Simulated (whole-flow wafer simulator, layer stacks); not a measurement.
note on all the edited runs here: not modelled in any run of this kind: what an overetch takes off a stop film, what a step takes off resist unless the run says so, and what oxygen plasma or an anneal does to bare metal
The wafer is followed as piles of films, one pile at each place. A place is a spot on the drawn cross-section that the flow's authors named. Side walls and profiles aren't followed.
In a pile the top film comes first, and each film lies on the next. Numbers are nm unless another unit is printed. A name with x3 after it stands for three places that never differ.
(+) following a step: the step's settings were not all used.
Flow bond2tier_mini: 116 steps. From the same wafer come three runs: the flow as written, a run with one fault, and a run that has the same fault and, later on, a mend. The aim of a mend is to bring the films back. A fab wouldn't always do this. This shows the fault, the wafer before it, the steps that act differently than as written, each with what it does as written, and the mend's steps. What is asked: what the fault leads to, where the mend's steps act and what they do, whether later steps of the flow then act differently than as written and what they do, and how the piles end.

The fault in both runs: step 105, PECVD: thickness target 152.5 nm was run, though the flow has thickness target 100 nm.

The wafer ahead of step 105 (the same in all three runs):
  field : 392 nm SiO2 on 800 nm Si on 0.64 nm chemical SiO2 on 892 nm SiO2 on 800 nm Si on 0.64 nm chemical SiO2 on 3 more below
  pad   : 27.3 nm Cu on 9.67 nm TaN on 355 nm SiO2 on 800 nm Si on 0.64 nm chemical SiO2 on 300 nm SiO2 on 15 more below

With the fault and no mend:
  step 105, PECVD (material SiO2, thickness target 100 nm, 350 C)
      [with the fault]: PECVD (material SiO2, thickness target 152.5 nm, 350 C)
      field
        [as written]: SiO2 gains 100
        [with the fault]: SiO2 gains 152.5
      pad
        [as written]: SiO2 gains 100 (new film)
        [with the fault]: SiO2 gains 152.5 (new film)
  Steps further on in the flow that do not act as written:
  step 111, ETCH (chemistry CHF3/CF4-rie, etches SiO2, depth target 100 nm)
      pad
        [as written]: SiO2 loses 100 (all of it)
        [with the fault]: SiO2 loses 100
  At field, pad, the piles at the end differ from the flow's by more than 2% or 0.5 nm, whichever is larger.
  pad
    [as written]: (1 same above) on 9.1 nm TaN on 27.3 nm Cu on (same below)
    [with the fault]: (1 same above) on 9.1 nm TaN on 52.5 nm SiO2 on 27.3 nm Cu on (same below)
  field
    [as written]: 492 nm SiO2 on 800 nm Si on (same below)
    [with the fault]: 544.5 nm SiO2 on 800 nm Si on (same below)

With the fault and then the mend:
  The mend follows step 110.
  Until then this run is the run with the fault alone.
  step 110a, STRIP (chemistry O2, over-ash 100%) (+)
      field
        KrF resist loses 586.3 (all of it)
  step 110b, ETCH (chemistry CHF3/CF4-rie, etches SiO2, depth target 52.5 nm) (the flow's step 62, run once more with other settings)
      field, pad
        SiO2 loses 52.5
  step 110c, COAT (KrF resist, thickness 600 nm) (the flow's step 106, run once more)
      field, pad
        KrF resist gains 600 (new film)
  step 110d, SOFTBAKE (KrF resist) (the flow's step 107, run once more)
      does not change any film at any place that is followed
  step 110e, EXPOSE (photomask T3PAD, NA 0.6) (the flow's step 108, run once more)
      does not change any film at any place that is followed
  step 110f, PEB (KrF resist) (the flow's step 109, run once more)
      does not change any film at any place that is followed
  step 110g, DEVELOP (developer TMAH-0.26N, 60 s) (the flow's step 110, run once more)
      field
        KrF resist loses 13.7
      pad
        KrF resist loses 600 (all of it)
  Later steps of the flow that are run all act as written at every place that is followed.
  At every place that both follow, the piles at the end match the flow's.
